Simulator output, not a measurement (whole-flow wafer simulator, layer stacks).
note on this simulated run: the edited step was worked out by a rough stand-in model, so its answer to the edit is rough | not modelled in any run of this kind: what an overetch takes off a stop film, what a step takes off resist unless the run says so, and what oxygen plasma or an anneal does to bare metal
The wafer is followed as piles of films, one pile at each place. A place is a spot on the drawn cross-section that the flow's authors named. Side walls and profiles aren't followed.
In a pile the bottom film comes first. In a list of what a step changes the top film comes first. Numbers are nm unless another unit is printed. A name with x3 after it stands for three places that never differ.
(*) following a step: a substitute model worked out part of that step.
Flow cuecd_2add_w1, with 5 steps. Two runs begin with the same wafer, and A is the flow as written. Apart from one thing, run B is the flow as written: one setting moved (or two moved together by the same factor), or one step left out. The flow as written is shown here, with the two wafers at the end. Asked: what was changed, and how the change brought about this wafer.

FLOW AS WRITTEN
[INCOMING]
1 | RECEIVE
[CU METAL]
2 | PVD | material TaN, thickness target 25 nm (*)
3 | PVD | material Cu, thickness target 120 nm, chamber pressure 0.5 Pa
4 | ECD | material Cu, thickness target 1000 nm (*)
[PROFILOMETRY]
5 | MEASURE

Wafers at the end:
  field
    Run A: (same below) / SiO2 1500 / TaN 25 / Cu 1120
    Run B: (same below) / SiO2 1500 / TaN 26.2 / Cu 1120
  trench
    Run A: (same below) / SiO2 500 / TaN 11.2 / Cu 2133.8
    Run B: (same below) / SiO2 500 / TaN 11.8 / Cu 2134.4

What caused this: step 2, PVD: thickness target 26.2 nm was run, while the flow as written has thickness target 25 nm.
One can read it off the wafer: field has TaN 26.2, and step 2 as written asks for 25 nm.

How this came from the change, step by step:
  2 | PVD | material TaN, thickness target 25 nm (*)
      field: A TaN gains 25 (new film) | B TaN gains 26.2 (new film)
      trench: A TaN gains 11.2 (new film) | B TaN gains 11.8 (new film)
